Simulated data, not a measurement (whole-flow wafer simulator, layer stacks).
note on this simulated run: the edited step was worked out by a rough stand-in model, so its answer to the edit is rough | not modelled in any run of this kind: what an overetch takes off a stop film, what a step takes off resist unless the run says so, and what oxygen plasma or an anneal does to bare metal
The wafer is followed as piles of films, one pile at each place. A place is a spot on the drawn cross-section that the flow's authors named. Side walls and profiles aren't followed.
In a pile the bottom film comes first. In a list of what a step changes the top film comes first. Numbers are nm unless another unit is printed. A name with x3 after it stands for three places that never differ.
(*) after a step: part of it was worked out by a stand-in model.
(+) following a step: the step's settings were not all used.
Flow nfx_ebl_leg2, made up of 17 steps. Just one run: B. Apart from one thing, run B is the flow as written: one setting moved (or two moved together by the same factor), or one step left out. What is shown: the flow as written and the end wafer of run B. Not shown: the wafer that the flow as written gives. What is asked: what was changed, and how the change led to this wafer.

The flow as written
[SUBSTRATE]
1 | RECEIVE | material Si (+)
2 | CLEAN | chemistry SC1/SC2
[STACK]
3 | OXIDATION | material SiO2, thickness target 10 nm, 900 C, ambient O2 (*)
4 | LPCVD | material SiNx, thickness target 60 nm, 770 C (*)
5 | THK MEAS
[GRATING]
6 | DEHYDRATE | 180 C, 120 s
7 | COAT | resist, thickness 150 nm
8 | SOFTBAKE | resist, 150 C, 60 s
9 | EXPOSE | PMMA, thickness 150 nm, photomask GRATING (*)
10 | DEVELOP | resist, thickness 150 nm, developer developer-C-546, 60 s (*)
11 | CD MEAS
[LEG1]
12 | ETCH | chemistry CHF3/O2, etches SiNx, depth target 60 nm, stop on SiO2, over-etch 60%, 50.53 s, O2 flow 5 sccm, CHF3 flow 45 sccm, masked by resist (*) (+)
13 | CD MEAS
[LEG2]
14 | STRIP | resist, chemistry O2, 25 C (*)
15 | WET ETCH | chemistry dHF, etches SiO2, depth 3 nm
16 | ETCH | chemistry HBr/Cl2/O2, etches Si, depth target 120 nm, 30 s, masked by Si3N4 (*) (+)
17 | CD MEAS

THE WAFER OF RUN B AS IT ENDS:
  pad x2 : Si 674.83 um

Cause: step 16, ETCH: depth target 168 nm was run, though the flow has depth target 120 nm.

Step by step, how the change led to this:
  16 | ETCH | chemistry HBr/Cl2/O2, etches Si, depth target 120 nm, 30 s, masked by Si3N4 (*) (+)
      pad x2: Si loses 168 (it would be, as written: Si loses 120)
